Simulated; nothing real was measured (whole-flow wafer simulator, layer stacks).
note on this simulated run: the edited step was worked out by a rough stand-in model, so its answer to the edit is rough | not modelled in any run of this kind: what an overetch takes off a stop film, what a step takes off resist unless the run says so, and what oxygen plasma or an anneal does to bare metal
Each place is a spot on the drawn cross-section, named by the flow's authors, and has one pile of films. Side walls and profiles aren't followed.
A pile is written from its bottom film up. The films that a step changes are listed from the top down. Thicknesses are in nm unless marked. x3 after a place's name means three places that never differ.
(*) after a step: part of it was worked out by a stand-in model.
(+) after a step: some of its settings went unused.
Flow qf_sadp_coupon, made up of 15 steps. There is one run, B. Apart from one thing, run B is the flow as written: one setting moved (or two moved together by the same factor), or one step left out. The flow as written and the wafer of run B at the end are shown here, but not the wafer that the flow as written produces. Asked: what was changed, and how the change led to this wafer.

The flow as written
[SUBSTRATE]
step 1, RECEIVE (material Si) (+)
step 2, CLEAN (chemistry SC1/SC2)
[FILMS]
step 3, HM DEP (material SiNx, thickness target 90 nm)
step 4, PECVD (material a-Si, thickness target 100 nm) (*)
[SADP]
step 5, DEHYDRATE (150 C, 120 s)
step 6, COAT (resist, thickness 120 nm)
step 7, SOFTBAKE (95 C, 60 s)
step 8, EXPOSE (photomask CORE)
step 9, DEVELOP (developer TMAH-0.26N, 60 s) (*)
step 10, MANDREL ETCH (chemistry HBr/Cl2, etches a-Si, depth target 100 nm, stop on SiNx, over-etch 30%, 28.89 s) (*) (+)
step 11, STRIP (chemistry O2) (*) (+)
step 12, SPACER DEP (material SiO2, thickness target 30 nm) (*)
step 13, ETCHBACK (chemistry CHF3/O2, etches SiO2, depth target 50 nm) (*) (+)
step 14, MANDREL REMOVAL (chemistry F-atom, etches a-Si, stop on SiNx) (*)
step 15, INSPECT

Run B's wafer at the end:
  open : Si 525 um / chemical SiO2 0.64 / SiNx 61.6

Cause: step 4, PECVD: thickness target 64.3 nm was run, while the flow as written has thickness target 100 nm.

How this came from the change, step by step:
  step 4, PECVD (material a-Si, thickness target 100 nm) (*)
      m, open: +64.3 a-Si (new film) (in the flow as written it would be: +100 a-Si (new film))
  step 10, MANDREL ETCH (chemistry HBr/Cl2, etches a-Si, depth target 100 nm, stop on SiNx, over-etch 30%, 28.89 s) (*) (+)
      open: -64.3 a-Si (all of it), -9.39 SiNx (in the flow as written it would be: -100 a-Si (all of it), -4.29 SiNx)
  step 14, MANDREL REMOVAL (chemistry F-atom, etches a-Si, stop on SiNx) (*)
      m: -60.1 a-Si (all of it) (in the flow as written it would be: -95.8 a-Si (all of it))
